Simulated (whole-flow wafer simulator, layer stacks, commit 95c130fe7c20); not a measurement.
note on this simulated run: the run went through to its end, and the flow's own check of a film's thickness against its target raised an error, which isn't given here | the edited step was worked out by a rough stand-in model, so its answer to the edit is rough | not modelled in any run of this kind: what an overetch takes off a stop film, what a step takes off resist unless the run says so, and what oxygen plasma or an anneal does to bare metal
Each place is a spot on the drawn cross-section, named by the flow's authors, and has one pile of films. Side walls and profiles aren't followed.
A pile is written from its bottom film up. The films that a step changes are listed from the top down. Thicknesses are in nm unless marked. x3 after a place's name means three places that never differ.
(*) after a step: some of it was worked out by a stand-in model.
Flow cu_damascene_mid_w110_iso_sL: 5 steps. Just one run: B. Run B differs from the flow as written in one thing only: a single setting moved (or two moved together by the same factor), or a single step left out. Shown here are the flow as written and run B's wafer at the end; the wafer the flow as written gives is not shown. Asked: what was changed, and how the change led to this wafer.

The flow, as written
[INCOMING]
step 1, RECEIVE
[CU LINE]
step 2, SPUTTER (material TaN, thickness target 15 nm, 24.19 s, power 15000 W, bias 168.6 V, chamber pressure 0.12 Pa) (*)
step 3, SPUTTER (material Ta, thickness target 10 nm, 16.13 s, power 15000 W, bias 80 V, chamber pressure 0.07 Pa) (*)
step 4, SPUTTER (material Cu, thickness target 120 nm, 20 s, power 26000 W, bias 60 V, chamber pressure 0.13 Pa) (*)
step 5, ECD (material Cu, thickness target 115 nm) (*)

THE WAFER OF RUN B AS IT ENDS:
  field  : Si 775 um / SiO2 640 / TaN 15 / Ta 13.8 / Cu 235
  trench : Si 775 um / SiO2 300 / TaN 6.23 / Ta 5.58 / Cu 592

Cause: step 3, SPUTTER: thickness target 13.8 nm was run, though the flow has thickness target 10 nm; step 3, SPUTTER: 22.18 s was run, where the flow has 16.13 s.
The wafer lets one read it off: field has Ta 13.8, and step 3 as written asks for 10 nm.

Step by step, how the change led to this:
  step 3, SPUTTER (material Ta, thickness target 10 nm, 16.13 s, power 15000 W, bias 80 V, chamber pressure 0.07 Pa) (*)
      field: Ta gains 13.8 (new film) (it would be, as written: Ta gains 10 (new film))
      trench: Ta gains 5.58 (new film) (it would be, as written: Ta gains 4.05 (new film))
